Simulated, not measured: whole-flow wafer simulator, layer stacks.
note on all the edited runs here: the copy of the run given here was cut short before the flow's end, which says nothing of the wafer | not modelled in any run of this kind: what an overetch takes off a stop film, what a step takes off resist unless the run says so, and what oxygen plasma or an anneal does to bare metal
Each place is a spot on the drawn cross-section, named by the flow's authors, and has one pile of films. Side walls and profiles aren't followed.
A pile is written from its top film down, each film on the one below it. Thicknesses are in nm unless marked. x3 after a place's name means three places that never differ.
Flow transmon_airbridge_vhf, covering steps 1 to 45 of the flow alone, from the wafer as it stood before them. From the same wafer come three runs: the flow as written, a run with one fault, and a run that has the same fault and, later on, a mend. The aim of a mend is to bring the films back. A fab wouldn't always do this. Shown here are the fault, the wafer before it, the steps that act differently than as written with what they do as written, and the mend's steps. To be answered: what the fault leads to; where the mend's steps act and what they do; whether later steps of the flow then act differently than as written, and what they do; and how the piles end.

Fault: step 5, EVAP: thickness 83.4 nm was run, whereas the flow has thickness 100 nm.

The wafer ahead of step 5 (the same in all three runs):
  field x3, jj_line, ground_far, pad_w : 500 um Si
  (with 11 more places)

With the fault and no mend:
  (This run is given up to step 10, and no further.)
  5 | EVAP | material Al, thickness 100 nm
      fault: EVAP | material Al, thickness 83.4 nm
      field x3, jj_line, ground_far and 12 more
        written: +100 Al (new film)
        fault: +83.4 Al (new film)
  None of the later steps of the flow up to step 10 acts differently than as written at any place that is followed.
  Once step 10 is done, the piles at field x3, jj_line, ground_far and 12 more depart from the flow's by more than 2% or 0.5 nm, whichever is larger.
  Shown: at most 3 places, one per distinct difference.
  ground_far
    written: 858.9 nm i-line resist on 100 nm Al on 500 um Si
    fault: 858.9 nm i-line resist on 83.4 nm Al on 500 um Si
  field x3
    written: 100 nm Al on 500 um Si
    fault: 83.4 nm Al on 500 um Si

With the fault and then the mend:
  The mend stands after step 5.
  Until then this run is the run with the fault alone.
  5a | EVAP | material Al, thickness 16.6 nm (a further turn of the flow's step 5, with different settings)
      field x3, jj_line, ground_far and 12 more
        +16.6 Al
  None of the later steps of the flow acts differently than as written at any place that is followed.
  At every place that both follow, the piles at the end match the flow's.
